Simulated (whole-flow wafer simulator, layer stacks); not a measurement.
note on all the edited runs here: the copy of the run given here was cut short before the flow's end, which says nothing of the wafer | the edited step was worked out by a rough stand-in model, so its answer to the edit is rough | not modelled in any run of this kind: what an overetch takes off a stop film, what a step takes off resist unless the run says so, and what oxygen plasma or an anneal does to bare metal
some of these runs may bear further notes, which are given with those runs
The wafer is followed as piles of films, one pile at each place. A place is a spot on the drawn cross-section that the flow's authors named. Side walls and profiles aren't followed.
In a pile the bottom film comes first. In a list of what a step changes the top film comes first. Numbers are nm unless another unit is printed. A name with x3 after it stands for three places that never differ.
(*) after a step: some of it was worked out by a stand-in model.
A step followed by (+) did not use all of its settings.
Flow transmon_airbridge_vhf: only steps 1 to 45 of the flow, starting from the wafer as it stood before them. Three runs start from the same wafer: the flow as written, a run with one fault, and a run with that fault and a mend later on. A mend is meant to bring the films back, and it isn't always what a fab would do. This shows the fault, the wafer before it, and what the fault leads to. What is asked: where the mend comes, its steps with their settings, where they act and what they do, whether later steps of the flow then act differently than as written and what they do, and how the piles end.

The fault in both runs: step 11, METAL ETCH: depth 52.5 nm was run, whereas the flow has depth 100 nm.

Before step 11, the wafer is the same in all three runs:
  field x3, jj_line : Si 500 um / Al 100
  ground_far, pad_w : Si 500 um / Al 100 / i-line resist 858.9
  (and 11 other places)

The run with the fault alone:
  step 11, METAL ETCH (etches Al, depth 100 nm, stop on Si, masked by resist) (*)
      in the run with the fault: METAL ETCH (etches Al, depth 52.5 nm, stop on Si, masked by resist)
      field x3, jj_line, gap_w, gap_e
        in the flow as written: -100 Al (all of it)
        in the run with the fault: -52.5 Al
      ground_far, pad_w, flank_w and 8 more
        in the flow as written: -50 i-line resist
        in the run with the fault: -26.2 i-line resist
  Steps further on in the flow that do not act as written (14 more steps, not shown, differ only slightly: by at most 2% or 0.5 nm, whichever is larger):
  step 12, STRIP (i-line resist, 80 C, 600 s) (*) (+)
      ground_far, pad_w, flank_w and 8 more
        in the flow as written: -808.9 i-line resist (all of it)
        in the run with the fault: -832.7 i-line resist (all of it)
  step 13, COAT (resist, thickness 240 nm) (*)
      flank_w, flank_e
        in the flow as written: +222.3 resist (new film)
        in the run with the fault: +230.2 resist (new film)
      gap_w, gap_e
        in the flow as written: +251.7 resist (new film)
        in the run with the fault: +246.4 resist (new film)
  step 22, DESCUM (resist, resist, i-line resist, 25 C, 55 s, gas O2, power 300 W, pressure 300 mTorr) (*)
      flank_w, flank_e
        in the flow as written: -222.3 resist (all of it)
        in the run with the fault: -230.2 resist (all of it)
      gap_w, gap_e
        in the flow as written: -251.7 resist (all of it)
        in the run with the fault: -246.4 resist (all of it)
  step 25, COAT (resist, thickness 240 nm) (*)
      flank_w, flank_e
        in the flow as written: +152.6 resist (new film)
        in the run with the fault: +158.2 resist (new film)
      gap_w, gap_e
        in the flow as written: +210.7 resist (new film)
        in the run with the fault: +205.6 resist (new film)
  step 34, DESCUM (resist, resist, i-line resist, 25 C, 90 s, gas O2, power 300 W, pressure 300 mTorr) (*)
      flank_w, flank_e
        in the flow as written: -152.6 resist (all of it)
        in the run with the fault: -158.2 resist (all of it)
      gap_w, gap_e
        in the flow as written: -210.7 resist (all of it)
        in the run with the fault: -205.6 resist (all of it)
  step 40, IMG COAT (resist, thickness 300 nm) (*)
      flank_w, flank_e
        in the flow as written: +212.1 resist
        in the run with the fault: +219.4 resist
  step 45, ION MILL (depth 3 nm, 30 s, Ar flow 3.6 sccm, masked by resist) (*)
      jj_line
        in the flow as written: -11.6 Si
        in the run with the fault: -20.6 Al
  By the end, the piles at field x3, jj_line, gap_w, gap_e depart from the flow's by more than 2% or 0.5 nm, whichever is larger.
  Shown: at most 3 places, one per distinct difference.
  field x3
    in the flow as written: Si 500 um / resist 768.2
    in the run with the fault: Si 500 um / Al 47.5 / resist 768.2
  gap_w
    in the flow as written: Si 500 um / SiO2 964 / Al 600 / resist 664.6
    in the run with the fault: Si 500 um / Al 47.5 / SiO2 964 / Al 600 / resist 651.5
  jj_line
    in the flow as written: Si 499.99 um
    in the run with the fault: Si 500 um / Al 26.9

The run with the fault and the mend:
  The mend follows step 11.
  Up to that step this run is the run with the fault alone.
  step 11a, METAL ETCH (etches Al, depth 47.5 nm, stop on Si, masked by resist) (*) (the flow's step 11 again, with other settings)
      ground_far, pad_w, flank_w and 8 more
        -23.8 i-line resist
      field x3, jj_line, gap_w, gap_e
        -47.5 Al (all of it)
  Every later step of the flow that is run acts as written at every place that is followed.
  The piles end the same as the flow's at every place that both follow.
